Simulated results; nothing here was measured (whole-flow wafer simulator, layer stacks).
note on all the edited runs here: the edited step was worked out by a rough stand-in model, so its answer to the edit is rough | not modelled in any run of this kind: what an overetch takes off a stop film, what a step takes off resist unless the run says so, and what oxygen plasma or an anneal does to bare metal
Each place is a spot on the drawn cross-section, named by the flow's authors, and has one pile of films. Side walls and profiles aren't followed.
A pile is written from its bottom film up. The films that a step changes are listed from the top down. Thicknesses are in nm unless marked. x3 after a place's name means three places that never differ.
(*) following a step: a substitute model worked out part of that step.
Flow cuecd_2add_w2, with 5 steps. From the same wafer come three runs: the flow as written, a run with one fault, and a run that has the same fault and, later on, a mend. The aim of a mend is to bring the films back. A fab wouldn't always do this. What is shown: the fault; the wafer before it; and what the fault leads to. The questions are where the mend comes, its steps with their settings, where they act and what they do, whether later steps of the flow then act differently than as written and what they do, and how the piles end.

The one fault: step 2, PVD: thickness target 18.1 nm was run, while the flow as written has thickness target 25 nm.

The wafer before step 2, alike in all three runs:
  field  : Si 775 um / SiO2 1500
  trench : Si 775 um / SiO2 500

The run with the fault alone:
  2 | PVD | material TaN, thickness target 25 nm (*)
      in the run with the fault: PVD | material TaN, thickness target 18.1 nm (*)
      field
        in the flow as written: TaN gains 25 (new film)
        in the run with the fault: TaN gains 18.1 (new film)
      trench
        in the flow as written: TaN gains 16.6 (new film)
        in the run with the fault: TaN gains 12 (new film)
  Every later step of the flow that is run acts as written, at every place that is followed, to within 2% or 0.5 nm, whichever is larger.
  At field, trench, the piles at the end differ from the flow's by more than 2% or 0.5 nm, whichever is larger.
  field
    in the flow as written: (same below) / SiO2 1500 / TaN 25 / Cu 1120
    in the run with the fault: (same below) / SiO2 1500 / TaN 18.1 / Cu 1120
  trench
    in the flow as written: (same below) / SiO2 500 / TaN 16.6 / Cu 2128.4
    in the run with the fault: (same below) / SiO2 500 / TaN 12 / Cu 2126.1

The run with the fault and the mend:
  After step 2 comes the mend.
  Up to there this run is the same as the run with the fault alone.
  2a | PVD | material TaN, thickness target 6.9 nm (*) (a further turn of the flow's step 2, with different settings)
      field
        TaN gains 6.9
      trench
        TaN gains 4.55
  Every later step of the flow that is run acts as written at every place that is followed.
  At every place that both follow, the piles at the end match the flow's.
